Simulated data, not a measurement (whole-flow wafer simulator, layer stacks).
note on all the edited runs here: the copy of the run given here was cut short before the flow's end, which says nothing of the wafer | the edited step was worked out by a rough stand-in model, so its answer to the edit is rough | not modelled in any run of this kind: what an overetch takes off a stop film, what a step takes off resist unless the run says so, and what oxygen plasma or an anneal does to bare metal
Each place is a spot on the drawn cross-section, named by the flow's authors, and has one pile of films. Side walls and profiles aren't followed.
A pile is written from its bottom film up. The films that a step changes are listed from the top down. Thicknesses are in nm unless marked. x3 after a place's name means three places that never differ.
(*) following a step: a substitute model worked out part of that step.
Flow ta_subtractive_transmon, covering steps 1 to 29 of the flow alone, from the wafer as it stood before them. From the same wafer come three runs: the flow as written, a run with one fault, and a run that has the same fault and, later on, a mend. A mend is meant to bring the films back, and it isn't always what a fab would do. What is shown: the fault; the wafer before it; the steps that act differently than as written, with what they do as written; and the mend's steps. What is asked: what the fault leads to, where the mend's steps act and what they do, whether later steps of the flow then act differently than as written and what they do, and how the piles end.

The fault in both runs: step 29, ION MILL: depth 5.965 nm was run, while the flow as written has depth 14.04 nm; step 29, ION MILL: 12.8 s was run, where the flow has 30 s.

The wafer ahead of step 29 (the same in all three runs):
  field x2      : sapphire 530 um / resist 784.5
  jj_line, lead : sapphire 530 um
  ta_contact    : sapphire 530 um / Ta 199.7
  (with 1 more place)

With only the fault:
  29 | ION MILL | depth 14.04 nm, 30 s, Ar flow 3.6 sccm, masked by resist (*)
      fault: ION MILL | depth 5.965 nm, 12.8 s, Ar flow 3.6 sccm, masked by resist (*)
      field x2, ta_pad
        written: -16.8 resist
        fault: -7.16 resist
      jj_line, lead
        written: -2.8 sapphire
        fault: -1.19 sapphire
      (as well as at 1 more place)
  None of the later steps of the flow acts differently than as written at any place that is followed.
  By the end, the piles at ta_contact depart from the flow's by more than 2% or 0.5 nm, whichever is larger.
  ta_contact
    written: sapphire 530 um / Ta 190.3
    fault: sapphire 530 um / Ta 195.7

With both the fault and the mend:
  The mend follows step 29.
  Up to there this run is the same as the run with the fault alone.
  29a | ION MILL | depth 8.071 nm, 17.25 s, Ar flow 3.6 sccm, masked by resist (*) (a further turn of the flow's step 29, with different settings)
      field x2, ta_pad
        -9.65 resist
      jj_line, lead
        -1.61 sapphire
      ta_contact
        -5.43 Ta
  None of the later steps of the flow acts differently than as written at any place that is followed.
  At the end the piles are close to the flow's at the places that both follow, differing by at most 2% or 0.5 nm, whichever is larger.
